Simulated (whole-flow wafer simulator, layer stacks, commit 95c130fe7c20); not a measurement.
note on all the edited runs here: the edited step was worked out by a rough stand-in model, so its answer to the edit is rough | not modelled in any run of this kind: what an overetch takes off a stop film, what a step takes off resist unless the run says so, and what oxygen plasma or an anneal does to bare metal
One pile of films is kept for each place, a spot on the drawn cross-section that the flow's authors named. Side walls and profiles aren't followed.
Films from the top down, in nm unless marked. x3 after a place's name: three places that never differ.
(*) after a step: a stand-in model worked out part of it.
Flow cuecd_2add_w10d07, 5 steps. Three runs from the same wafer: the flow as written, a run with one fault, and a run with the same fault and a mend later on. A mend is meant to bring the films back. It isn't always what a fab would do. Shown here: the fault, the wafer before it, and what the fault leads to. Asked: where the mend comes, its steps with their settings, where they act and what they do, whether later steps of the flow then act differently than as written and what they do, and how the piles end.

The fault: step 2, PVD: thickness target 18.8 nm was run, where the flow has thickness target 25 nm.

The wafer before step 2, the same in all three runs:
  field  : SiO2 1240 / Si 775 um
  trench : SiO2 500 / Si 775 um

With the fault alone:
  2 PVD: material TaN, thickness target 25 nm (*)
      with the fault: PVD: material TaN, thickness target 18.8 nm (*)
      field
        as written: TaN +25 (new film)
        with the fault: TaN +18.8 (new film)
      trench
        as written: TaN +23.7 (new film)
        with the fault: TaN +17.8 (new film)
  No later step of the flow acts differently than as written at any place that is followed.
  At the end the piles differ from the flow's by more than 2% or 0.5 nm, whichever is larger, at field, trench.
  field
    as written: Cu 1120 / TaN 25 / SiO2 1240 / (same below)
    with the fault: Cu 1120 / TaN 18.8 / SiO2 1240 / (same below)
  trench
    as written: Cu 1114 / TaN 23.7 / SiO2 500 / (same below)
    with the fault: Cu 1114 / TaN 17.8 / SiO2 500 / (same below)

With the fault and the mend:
  The mend comes after step 2.
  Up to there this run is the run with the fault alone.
  2a PVD: material TaN, thickness target 6.2 nm (*) (the flow's step 2 once more, with other settings)
      field
        TaN +6.2
      trench
        TaN +5.87
  No later step of the flow acts differently than as written at any place that is followed.
  At the end the piles are the same as the flow's at every place that both follow.
